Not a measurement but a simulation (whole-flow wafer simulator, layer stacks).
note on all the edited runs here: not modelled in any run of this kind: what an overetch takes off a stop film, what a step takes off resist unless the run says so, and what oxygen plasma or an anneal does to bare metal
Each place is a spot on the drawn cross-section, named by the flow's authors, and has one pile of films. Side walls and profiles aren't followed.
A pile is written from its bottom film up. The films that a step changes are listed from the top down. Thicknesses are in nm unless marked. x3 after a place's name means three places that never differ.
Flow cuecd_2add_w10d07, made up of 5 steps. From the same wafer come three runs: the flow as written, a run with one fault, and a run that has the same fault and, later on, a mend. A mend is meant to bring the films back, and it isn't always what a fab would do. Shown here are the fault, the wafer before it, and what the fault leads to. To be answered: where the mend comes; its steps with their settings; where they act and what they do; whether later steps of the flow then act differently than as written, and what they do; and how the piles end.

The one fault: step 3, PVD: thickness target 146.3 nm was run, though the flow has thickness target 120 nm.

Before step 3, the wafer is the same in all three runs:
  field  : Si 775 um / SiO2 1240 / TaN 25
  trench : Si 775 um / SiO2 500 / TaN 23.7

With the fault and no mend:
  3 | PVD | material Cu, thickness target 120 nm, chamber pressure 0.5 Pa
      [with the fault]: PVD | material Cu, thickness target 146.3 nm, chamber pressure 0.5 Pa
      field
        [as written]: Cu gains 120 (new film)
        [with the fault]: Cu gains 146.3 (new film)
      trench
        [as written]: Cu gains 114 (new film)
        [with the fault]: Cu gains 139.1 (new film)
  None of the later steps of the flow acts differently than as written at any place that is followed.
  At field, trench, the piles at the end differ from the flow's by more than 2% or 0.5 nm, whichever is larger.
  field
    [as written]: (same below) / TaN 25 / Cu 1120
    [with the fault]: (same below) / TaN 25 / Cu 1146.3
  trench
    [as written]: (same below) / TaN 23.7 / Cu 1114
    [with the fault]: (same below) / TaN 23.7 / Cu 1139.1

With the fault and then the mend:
  After step 3 comes the mend.
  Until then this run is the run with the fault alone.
  3a | ETCH | chemistry cu recess dil, depth target 168.3 nm
      field
        Cu loses 146.3 (all of it)
      trench
        Cu loses 139.1 (all of it)
  3b | PVD | material Cu, thickness target 120 nm, chamber pressure 0.5 Pa (a further turn of the flow's step 3)
      field
        Cu gains 120 (new film)
      trench
        Cu gains 114 (new film)
  None of the later steps of the flow acts differently than as written at any place that is followed.
  The piles end the same as the flow's at every place that both follow.
